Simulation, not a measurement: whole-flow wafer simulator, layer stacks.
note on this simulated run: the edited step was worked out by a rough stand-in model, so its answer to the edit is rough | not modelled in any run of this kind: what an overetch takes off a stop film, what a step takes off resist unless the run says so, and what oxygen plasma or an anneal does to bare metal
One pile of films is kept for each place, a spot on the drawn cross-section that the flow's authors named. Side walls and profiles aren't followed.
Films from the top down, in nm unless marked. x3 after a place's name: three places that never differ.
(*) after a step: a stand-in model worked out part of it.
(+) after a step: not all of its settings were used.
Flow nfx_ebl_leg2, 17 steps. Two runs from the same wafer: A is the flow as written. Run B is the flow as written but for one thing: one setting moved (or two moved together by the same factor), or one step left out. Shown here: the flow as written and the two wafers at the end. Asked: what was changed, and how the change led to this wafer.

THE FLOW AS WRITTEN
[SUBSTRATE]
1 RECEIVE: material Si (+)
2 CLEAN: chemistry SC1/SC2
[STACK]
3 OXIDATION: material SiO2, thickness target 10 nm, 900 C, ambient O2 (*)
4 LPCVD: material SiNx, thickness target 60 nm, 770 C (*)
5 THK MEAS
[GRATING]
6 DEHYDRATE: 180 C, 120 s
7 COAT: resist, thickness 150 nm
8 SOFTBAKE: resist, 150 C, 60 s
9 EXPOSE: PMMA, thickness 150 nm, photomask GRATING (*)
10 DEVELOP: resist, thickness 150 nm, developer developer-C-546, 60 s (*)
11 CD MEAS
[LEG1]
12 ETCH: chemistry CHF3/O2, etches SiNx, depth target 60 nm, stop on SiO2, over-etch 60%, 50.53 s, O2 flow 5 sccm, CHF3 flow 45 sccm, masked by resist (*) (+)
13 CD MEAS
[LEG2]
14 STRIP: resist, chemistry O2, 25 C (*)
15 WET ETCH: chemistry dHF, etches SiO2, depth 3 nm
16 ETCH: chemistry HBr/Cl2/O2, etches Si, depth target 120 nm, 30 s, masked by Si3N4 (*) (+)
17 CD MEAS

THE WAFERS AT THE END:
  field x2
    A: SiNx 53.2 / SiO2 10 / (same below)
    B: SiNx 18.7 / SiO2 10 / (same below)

The cause: step 4, LPCVD: thickness target 25.5 nm was run, where the flow has thickness target 60 nm.

How the change led to this, step by step:
  4 LPCVD: material SiNx, thickness target 60 nm, 770 C (*)
      field x2, pad x2: A SiNx +60 (new film) | B SiNx +25.5 (new film)
  12 ETCH: chemistry CHF3/O2, etches SiNx, depth target 60 nm, stop on SiO2, over-etch 60%, 50.53 s, O2 flow 5 sccm, CHF3 flow 45 sccm, masked by resist (*) (+)
      pad x2: A SiNx -60 (all of it), SiO2 -10 (all of it) | B SiNx -25.5 (all of it), SiO2 -10 (all of it)
